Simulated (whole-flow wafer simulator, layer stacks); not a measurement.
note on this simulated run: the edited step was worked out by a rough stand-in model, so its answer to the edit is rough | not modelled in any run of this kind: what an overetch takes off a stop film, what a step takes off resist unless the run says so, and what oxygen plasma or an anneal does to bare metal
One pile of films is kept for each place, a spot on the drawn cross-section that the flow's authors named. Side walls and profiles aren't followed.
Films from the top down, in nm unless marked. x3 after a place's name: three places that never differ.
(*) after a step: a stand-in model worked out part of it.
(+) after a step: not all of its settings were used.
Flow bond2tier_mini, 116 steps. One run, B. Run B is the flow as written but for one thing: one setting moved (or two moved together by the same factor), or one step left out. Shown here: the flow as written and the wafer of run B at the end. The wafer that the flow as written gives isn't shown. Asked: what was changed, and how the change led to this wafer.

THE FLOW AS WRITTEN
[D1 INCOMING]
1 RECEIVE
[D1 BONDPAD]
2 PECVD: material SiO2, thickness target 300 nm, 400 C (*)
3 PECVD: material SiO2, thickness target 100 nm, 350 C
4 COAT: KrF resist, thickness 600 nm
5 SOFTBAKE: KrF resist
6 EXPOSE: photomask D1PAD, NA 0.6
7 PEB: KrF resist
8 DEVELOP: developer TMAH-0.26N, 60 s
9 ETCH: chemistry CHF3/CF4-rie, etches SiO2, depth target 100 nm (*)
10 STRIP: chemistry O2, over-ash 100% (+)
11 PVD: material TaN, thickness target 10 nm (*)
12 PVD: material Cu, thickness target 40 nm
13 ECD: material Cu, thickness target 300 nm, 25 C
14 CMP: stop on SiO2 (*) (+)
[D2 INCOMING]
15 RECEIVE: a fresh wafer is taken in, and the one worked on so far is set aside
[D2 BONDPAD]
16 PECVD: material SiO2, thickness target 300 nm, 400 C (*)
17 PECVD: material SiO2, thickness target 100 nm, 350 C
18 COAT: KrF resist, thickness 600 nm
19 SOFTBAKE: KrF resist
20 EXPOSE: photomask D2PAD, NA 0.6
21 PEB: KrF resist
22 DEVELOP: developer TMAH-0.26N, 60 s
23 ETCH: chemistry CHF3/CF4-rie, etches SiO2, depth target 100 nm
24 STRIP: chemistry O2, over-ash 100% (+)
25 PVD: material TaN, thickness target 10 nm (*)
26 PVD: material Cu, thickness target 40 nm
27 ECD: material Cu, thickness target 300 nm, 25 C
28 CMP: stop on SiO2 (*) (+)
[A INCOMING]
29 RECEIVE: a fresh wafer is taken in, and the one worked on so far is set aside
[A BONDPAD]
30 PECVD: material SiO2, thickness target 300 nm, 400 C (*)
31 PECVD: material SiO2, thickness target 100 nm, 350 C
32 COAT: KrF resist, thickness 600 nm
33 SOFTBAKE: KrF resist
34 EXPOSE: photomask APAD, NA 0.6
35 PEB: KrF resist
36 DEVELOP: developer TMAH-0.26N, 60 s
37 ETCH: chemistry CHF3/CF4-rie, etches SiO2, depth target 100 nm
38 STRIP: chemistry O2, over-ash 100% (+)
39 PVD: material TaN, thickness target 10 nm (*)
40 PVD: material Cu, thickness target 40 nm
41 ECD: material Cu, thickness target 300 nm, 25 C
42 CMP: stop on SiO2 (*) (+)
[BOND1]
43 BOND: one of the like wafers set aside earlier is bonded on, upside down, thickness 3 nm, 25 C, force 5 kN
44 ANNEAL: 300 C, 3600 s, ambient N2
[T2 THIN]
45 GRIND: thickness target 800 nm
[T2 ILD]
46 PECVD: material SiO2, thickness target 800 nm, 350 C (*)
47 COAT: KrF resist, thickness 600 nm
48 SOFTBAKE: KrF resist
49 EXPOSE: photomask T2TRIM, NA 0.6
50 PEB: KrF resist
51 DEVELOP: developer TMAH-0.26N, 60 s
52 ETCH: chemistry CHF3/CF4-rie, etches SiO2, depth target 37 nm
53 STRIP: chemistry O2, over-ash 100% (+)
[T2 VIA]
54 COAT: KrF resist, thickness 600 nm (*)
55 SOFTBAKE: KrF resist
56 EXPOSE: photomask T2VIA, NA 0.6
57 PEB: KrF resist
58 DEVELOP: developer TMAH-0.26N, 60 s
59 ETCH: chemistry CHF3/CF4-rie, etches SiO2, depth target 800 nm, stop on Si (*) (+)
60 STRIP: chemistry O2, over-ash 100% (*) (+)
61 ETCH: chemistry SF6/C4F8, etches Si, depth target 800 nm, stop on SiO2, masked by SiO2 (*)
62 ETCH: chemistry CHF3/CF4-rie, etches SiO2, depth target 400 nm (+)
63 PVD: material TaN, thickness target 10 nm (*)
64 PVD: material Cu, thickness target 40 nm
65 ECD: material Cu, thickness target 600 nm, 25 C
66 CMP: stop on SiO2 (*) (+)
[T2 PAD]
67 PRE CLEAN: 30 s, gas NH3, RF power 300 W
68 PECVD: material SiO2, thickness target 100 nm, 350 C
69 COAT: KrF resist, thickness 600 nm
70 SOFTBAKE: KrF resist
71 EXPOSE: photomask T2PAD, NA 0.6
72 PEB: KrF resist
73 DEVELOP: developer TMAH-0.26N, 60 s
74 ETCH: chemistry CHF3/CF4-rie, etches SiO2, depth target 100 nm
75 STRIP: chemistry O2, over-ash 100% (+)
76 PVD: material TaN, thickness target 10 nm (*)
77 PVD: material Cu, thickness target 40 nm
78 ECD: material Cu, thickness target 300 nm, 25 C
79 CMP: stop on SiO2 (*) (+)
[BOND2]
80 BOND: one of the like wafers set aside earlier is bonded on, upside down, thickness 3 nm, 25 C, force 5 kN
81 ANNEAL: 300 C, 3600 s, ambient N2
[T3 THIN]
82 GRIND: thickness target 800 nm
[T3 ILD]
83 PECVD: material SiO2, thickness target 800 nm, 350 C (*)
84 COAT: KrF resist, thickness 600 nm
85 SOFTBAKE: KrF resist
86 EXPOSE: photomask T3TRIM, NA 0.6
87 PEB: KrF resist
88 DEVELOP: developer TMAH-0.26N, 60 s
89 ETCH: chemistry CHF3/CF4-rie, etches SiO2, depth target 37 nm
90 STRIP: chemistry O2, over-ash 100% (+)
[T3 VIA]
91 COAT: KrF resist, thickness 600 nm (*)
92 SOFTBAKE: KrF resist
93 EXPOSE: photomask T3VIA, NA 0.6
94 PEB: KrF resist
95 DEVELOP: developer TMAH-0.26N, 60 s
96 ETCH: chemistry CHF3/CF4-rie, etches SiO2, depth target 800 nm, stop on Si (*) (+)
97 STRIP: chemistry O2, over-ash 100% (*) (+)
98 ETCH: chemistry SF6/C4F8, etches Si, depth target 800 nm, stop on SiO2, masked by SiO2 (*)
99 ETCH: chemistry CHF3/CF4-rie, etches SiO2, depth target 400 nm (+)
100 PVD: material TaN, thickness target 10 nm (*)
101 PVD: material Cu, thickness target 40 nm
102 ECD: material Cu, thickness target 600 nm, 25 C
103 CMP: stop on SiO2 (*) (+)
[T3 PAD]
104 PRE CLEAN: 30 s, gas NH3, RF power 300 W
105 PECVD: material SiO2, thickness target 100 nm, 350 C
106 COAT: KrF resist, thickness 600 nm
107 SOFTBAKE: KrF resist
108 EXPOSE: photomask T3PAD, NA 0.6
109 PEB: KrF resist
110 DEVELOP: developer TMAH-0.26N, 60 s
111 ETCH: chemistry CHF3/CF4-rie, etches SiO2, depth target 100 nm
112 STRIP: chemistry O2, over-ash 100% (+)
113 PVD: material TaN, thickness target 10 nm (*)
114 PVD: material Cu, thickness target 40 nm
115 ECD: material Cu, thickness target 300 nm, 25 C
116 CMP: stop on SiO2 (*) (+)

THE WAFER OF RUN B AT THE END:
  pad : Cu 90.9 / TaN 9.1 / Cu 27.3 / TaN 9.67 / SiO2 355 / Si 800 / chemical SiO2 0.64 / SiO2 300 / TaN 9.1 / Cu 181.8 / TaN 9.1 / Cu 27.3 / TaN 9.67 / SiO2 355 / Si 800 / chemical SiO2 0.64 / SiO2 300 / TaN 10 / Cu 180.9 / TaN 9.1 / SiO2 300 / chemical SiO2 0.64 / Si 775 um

The cause: step 11, PVD: thickness target 11 nm was run, where the flow has thickness target 10 nm.

How the change led to this, step by step:
  11 PVD: material TaN, thickness target 10 nm (*)
      field: TaN +11 (new film) (as written it would be: TaN +10 (new film))
      pad: TaN +10 (new film) (as written it would be: TaN +9.1 (new film))
      (and at 1 more place)
  14 CMP: stop on SiO2 (*) (+)
      field: Cu -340 (all of it), TaN -11 (all of it) (as written it would be: Cu -340 (all of it), TaN -10 (all of it))
  43 BOND: one of the like wafers set aside earlier is bonded on, upside down, thickness 3 nm, 25 C, force 5 kN
      pad: Si +775 um (new film), chemical SiO2 +0.64 (new film), SiO2 +300 (new film), TaN +10 (new film), Cu +90 (as written it would be: Si +775 um (new film), chemical SiO2 +0.64 (new film), SiO2 +300 (new film), TaN +9.1 (new film), Cu +90.9)
      via: Si +775 um (new film), chemical SiO2 +0.64 (new film), SiO2 +300 (new film), TaN +11 (new film), Cu +89 (as written it would be: Si +775 um (new film), chemical SiO2 +0.64 (new film), SiO2 +300 (new film), TaN +9.97 (new film), Cu +90)
